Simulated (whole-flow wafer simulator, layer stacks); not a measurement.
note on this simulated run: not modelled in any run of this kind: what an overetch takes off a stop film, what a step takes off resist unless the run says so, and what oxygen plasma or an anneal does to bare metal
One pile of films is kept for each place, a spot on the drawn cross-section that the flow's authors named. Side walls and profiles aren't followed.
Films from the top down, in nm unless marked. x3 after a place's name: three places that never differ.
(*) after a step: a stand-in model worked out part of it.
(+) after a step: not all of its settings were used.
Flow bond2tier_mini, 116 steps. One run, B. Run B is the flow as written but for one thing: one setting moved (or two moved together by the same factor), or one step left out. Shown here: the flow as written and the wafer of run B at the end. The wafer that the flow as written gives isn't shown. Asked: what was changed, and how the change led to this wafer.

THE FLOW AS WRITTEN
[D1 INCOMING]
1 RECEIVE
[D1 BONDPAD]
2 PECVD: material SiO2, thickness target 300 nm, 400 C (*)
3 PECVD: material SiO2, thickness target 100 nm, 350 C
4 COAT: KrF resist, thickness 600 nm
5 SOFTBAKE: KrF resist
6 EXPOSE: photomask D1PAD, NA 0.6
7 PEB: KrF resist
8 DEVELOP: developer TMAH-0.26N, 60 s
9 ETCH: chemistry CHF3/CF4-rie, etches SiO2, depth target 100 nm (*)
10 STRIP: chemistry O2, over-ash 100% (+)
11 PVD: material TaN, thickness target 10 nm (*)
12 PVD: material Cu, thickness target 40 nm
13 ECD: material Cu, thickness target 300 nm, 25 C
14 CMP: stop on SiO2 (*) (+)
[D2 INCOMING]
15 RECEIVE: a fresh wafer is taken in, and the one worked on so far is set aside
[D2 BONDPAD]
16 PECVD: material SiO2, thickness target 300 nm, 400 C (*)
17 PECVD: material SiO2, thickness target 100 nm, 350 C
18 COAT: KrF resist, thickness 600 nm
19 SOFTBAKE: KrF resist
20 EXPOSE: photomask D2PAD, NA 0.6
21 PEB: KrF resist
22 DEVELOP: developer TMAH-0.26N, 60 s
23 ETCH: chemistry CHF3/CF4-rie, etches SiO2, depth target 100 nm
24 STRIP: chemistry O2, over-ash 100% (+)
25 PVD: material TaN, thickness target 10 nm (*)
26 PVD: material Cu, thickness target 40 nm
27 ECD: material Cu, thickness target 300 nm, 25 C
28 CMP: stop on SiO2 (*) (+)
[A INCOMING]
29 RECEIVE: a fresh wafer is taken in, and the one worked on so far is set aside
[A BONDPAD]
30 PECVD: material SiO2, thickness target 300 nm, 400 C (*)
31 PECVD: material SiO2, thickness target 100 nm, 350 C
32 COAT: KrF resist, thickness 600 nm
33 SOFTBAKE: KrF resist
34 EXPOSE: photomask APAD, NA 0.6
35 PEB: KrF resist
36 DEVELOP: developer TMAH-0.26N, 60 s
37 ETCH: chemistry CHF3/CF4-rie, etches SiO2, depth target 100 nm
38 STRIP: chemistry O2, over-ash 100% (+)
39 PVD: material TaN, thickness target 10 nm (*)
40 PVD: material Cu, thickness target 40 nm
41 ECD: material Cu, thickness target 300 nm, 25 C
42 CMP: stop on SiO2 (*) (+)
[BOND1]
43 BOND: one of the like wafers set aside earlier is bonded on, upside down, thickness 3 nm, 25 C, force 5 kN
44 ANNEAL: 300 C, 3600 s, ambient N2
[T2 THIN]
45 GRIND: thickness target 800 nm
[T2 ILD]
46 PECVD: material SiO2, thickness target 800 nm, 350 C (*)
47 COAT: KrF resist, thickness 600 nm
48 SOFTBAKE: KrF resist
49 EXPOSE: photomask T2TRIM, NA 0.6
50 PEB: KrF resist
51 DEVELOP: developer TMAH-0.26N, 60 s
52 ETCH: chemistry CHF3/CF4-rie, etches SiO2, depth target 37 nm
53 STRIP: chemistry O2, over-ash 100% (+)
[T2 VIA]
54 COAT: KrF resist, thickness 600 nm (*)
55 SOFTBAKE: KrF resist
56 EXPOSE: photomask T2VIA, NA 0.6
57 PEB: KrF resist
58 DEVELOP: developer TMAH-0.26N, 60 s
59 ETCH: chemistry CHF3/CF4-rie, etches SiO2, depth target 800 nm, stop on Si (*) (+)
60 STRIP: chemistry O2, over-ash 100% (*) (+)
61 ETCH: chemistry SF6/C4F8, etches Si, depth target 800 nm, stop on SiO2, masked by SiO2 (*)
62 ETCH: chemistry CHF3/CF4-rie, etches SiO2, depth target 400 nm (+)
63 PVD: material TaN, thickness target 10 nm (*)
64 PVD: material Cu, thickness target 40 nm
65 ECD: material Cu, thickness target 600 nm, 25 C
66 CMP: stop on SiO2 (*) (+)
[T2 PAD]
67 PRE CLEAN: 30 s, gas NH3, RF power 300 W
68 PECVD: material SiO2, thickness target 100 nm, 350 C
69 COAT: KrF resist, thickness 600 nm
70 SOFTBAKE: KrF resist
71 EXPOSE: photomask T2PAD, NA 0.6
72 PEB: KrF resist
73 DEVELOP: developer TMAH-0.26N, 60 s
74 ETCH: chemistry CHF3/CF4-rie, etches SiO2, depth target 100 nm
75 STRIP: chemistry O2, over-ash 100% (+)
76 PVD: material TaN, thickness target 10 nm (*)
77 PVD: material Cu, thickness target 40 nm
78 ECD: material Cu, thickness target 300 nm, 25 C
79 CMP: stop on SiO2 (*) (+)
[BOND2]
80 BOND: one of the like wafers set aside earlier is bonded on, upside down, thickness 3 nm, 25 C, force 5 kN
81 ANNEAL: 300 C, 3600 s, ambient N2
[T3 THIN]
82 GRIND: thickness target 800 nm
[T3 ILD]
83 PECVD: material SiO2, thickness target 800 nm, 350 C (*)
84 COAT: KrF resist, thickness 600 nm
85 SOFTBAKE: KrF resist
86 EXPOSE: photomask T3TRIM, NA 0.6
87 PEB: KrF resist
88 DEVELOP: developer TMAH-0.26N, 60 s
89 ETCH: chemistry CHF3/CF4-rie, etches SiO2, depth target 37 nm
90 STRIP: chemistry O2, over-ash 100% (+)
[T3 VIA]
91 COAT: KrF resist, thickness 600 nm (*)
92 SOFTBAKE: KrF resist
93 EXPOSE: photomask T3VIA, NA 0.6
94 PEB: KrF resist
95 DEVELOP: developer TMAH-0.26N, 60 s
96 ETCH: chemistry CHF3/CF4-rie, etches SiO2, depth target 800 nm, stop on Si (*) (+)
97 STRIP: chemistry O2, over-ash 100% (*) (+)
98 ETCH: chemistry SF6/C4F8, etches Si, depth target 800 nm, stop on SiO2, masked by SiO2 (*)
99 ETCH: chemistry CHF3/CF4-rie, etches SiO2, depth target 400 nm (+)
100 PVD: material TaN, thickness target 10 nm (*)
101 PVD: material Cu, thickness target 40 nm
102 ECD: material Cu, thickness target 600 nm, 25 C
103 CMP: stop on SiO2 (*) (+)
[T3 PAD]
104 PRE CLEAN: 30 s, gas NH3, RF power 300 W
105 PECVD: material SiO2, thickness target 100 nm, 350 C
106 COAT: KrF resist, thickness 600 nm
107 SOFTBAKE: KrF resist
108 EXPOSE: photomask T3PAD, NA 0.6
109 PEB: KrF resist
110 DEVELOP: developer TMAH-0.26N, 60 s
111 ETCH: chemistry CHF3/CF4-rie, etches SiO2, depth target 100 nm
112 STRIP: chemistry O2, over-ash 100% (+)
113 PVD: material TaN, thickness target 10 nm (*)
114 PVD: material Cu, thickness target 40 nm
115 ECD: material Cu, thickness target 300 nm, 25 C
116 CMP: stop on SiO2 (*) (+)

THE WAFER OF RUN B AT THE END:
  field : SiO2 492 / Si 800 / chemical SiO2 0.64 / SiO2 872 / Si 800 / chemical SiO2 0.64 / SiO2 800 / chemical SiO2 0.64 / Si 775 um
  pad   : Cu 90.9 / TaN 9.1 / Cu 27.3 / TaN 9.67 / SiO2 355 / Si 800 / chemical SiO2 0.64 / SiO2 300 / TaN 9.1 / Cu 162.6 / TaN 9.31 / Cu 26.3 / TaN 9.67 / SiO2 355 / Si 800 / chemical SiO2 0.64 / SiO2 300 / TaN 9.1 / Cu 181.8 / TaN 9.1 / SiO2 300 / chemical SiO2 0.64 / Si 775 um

The cause: step 68, PECVD: thickness target 80 nm was run, where the flow has thickness target 100 nm.

How the change led to this, step by step:
  68 PECVD: material SiO2, thickness target 100 nm, 350 C
      field: SiO2 +80 (as written it would be: SiO2 +100)
      pad: SiO2 +80 (new film) (as written it would be: SiO2 +100 (new film))
  74 ETCH: chemistry CHF3/CF4-rie, etches SiO2, depth target 100 nm
      pad: SiO2 -80 (all of it), Cu -1 (as written it would be: SiO2 -100 (all of it))
  78 ECD: material Cu, thickness target 300 nm, 25 C
      pad: Cu +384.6 (as written it would be: Cu +404.5)
